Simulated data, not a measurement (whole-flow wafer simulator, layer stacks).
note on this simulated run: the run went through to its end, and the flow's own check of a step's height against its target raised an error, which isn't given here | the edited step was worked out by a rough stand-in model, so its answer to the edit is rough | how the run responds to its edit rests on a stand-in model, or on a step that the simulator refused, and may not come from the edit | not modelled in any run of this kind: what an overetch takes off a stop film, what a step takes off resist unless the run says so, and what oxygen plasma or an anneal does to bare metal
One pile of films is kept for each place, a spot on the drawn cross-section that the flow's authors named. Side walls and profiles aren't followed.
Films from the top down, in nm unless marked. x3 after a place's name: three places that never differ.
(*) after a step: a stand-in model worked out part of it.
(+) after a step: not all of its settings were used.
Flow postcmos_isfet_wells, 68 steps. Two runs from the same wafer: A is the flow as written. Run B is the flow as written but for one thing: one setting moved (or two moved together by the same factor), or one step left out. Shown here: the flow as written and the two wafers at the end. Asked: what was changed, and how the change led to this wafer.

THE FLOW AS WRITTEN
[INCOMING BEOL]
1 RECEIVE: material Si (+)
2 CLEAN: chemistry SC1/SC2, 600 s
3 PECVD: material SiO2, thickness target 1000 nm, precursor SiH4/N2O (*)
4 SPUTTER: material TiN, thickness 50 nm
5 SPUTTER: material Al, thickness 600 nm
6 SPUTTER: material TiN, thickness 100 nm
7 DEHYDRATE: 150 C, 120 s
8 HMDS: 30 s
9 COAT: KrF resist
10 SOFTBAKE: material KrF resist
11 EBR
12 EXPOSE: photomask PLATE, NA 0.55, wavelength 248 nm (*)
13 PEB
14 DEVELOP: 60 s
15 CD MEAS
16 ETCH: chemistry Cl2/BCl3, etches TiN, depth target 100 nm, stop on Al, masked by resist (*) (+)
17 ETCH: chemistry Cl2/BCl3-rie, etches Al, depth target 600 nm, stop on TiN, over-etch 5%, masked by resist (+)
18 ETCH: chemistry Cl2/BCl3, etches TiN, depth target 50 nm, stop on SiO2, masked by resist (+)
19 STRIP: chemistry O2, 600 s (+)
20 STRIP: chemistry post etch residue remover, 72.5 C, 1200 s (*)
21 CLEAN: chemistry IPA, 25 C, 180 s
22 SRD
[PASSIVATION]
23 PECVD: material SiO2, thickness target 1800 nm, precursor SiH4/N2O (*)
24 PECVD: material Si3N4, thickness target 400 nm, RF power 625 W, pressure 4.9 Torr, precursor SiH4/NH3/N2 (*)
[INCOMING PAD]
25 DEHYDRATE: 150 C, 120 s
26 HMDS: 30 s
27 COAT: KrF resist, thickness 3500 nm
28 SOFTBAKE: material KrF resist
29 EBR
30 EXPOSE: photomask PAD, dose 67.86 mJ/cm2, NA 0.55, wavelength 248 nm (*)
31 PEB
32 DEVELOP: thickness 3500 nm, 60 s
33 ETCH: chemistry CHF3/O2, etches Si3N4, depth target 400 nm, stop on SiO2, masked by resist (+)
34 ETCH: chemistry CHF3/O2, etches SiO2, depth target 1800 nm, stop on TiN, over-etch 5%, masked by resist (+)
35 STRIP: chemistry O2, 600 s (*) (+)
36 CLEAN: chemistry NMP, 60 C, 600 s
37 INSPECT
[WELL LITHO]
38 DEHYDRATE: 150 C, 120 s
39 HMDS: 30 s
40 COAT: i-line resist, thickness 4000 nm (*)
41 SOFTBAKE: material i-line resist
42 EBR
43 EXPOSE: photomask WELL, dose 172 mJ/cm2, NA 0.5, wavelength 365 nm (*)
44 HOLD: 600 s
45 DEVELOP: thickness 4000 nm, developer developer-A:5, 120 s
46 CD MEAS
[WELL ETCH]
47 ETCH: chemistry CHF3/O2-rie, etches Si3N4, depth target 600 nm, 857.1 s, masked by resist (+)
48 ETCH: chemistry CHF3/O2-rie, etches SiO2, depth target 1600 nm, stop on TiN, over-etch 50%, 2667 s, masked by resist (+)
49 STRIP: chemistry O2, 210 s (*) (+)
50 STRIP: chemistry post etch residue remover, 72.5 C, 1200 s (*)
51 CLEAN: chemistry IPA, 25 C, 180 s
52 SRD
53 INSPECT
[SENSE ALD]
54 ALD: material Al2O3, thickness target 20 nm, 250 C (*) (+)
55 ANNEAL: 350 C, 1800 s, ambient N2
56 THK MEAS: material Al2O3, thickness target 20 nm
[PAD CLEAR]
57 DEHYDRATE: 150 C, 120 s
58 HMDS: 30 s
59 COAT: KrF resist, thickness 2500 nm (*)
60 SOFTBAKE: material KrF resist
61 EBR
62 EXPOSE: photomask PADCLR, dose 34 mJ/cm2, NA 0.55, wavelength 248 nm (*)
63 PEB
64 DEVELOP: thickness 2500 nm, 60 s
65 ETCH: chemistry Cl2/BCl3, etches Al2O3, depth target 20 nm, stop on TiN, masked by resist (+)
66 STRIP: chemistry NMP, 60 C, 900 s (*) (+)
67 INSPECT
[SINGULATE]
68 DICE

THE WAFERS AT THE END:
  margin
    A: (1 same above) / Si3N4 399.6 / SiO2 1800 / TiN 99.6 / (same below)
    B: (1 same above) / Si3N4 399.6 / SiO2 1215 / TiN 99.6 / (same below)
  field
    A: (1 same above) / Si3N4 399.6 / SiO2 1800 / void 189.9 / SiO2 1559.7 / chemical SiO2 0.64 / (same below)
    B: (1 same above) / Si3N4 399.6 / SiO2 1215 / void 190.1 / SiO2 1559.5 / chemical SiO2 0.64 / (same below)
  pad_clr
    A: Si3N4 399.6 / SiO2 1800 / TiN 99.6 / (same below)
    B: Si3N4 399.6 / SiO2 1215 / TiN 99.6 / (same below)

The cause: step 23, PECVD: thickness target 1215 nm was run, where the flow has thickness target 1800 nm.
It can be read off the wafer: margin has SiO2 1215, and step 23 as written asks for 1800 nm.

How the change led to this, step by step:
  23 PECVD: material SiO2, thickness target 1800 nm, precursor SiH4/N2O (*)
      margin, well900, well1300 x3, pad_rim, pad_clr, pad_open: A SiO2 +1800 (new film) | B SiO2 +1215 (new film)
      field: A SiO2 +1800 (new film), void +189.9 (new film), SiO2 +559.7 | B SiO2 +1215 (new film), void +190.1 (new film), SiO2 +559.5
  34 ETCH: chemistry CHF3/O2, etches SiO2, depth target 1800 nm, stop on TiN, over-etch 5%, masked by resist (+)
      field, margin, well900, well1300 x3, pad_rim, pad_clr: A KrF resist -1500 | B KrF resist -1063.1
      pad_open: A SiO2 -1800 (all of it) | B SiO2 -1215 (all of it)
  35 STRIP: chemistry O2, 600 s (*) (+)
      field, margin, well900, well1300 x3, pad_rim, pad_clr: A KrF resist -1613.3 (all of it) | B KrF resist -2050.2 (all of it)
  40 COAT: i-line resist, thickness 4000 nm (*)
      pad_clr: A i-line resist +3256.8 (new film) | B i-line resist +3442.4 (new film)
      pad_open: A i-line resist +4804.7 (new film) | B i-line resist +4593.8 (new film)
  41 SOFTBAKE: material i-line resist
      pad_clr: A i-line resist -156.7 | B i-line resist -101.1
      pad_open: A i-line resist +115.3 | B i-line resist +88
  48 ETCH: chemistry CHF3/O2-rie, etches SiO2, depth target 1600 nm, stop on TiN, over-etch 50%, 2667 s, masked by resist (+)
      well900, well1300 x3: A SiO2 -1600 (all of it) | B SiO2 -1015 (all of it)
  49 STRIP: chemistry O2, 210 s (*) (+)
      pad_clr: A i-line resist -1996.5 (all of it) | B i-line resist -2237.6 (all of it)
      pad_open: A i-line resist -3816.3 (all of it) | B i-line resist -3578.2 (all of it)
  59 COAT: KrF resist, thickness 2500 nm (*)
      field: A KrF resist +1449 (new film) | B KrF resist +1728.5 (new film)
      margin: A KrF resist +1448.9 (new film) | B KrF resist +1728.4 (new film)
      (and at 3 more places)
  60 SOFTBAKE: material KrF resist
      pad_clr: A KrF resist -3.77 | B KrF resist -3.26
  63 PEB
      field, margin: A KrF resist -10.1 | B KrF resist -12.1
      pad_rim: A KrF resist -13.9 | B KrF resist -14.9
      (and at 2 more places)
  64 DEVELOP: thickness 2500 nm, 60 s
      pad_clr: A KrF resist -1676 (all of it) | B KrF resist -1876.7 (all of it)
      pad_open: A KrF resist -3045.1 (all of it) | B KrF resist -2895.6 (all of it)
  66 STRIP: chemistry NMP, 60 C, 900 s (*) (+)
      field: A KrF resist -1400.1 (all of it) | B KrF resist -1677.6 (all of it)
      margin: A KrF resist -1400.1 (all of it) | B KrF resist -1677.5 (all of it)
      (and at 1 more place)
